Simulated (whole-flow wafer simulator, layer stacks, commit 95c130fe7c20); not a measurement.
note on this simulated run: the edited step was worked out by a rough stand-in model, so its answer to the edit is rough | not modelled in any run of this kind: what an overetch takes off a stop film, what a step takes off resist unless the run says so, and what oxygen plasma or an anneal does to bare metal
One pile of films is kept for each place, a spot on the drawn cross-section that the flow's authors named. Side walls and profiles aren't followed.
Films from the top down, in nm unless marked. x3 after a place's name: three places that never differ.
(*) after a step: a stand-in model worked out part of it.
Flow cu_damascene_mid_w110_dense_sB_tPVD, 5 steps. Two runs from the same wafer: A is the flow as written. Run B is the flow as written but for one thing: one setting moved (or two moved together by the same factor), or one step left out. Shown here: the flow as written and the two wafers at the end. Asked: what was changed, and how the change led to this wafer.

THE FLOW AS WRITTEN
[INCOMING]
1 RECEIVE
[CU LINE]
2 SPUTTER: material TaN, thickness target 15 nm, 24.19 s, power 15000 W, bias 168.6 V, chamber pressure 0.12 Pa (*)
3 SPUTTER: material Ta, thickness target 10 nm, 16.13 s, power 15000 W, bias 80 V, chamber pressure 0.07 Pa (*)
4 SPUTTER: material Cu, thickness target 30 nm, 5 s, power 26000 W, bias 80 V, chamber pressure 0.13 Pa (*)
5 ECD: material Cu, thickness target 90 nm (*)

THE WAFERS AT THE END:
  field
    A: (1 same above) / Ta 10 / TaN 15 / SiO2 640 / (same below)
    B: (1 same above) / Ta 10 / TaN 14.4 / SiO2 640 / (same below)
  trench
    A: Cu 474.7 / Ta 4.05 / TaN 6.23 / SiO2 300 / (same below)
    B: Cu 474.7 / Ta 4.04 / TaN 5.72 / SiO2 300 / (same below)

The cause: step 2, SPUTTER: bias 188.8 V was run, where the flow has bias 168.6 V.

How the change led to this, step by step:
  2 SPUTTER: material TaN, thickness target 15 nm, 24.19 s, power 15000 W, bias 168.6 V, chamber pressure 0.12 Pa (*)
      field: A TaN +15 (new film) | B TaN +14.4 (new film)
      trench: A TaN +6.23 (new film) | B TaN +5.72 (new film)
